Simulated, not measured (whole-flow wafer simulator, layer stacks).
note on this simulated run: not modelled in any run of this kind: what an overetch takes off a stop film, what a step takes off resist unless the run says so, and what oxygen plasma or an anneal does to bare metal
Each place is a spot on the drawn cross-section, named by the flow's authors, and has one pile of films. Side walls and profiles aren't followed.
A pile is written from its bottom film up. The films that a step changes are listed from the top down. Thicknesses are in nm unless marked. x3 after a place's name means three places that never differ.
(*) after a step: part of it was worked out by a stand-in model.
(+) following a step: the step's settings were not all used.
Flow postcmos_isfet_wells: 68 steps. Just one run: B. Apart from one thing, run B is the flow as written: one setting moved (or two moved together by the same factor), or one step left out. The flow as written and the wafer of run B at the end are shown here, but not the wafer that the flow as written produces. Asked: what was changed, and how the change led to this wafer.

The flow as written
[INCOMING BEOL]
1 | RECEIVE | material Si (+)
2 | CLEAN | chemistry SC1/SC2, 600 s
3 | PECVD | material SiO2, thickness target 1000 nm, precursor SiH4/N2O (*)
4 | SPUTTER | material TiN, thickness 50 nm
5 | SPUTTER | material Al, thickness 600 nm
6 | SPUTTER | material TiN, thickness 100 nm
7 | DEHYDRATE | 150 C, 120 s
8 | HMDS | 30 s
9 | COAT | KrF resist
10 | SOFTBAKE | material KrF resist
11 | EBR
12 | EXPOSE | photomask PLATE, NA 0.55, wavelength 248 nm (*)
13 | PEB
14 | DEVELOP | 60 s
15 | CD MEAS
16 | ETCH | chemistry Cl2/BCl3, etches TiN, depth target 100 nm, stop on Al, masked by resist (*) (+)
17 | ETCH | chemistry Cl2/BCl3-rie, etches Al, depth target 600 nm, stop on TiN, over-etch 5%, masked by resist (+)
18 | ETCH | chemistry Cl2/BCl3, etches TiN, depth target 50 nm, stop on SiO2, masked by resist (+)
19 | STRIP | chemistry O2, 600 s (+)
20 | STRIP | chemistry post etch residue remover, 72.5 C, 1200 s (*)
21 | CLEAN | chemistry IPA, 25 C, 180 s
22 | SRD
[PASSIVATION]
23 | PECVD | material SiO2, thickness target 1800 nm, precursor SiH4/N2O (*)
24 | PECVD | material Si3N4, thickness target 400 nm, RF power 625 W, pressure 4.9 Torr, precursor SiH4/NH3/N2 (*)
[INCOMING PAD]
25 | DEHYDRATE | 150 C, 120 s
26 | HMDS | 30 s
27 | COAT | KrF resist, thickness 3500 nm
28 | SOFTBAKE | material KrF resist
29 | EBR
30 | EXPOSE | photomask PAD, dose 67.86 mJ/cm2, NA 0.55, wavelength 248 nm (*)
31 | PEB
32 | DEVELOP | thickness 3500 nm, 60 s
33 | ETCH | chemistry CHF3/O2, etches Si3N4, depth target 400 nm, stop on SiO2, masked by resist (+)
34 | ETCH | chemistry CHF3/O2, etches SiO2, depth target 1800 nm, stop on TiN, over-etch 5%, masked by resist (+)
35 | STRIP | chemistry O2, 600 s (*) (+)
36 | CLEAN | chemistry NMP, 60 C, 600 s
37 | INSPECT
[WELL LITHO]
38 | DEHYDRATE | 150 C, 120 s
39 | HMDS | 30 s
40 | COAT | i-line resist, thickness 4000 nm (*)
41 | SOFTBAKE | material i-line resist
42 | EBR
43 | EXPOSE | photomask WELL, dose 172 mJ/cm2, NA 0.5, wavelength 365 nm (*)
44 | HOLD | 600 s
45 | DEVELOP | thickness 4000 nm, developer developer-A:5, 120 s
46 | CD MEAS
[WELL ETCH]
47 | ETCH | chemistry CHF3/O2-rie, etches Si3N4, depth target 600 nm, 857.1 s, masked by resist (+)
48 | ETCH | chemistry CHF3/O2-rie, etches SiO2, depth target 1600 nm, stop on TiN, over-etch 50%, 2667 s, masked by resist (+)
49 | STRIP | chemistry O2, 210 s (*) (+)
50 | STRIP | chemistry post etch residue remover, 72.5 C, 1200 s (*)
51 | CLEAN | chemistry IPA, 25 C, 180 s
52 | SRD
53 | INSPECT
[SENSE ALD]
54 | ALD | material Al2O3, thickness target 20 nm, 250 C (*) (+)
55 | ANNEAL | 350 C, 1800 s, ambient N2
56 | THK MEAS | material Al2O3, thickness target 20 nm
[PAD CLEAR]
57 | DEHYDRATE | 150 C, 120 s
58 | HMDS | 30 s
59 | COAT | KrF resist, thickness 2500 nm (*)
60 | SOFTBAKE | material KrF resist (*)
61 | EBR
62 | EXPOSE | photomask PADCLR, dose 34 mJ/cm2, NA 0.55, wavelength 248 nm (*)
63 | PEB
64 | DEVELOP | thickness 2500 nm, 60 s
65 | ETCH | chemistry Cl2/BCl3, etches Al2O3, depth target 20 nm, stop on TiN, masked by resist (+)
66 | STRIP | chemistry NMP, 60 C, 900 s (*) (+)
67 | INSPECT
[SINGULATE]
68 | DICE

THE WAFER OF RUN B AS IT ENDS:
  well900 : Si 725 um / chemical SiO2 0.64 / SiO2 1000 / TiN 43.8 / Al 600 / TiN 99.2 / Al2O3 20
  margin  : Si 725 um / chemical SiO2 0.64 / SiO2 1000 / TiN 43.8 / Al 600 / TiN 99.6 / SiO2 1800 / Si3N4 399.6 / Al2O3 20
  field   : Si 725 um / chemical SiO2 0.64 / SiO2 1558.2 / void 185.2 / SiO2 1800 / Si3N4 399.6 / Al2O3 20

The reason: step 4, SPUTTER: thickness 43.75 nm was run, while the flow as written has thickness 50 nm.
One can read it off the wafer: well900 has TiN 43.8, and step 4 as written asks for 50 nm.

Step by step, how the change led to this:
  4 | SPUTTER | material TiN, thickness 50 nm
      field, margin, well900, well1300 x3, pad_rim, pad_clr, pad_open: TiN gains 43.8 (new film) (as written it would have been: TiN gains 50 (new film))
  18 | ETCH | chemistry Cl2/BCl3, etches TiN, depth target 50 nm, stop on SiO2, masked by resist (+)
      field: TiN loses 43.8 (all of it) (as written it would have been: TiN loses 50 (all of it))
  23 | PECVD | material SiO2, thickness target 1800 nm, precursor SiH4/N2O (*)
      field: SiO2 gains 1800 (new film), void gains 185.2 (new film), SiO2 gains 558.2 (as written it would have been: SiO2 gains 1800 (new film), void gains 189.9 (new film), SiO2 gains 559.7)
